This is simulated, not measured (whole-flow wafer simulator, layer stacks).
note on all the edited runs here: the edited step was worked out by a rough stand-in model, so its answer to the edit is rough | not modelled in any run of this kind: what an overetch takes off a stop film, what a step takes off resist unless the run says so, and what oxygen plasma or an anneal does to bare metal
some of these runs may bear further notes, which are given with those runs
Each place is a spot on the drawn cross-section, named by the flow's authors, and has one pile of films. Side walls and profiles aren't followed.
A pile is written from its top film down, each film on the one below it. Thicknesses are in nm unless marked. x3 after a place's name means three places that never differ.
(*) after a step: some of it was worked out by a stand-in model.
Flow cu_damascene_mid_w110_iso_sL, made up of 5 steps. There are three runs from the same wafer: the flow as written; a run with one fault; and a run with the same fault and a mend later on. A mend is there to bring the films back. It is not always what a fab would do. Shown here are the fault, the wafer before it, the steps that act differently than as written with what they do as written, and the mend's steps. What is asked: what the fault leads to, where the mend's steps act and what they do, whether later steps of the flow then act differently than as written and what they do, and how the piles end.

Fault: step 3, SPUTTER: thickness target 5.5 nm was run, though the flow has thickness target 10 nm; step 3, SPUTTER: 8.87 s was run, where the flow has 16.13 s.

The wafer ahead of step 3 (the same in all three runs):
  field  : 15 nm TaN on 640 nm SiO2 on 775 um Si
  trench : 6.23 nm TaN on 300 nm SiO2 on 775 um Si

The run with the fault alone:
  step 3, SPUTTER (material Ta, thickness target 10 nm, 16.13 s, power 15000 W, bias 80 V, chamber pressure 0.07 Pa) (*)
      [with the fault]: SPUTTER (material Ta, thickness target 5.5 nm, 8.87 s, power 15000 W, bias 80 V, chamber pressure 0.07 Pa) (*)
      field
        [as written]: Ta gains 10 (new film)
        [with the fault]: Ta gains 5.5 (new film)
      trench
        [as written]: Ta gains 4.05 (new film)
        [with the fault]: Ta gains 2.22 (new film)
  None of the later steps of the flow differs from how it acts as written, at any place that is followed, by more than 2% or 0.5 nm, whichever is larger.
  The piles end different from the flow's at field, trench by more than 2% or 0.5 nm, whichever is larger.
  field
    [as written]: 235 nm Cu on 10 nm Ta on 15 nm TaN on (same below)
    [with the fault]: 235 nm Cu on 5.5 nm Ta on 15 nm TaN on (same below)
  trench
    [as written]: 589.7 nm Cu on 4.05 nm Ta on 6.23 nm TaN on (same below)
    [with the fault]: 587 nm Cu on 2.22 nm Ta on 6.23 nm TaN on (same below)

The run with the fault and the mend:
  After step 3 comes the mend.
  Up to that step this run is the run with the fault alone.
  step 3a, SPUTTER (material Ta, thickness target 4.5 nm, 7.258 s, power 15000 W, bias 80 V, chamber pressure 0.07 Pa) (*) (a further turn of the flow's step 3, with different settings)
      field
        Ta gains 4.5
      trench
        Ta gains 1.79
  None of the later steps of the flow acts differently than as written at any place that is followed.
  When the end is reached, the piles differ only a little from the flow's at the places that both follow, at most by 2% or 0.5 nm, whichever is larger.
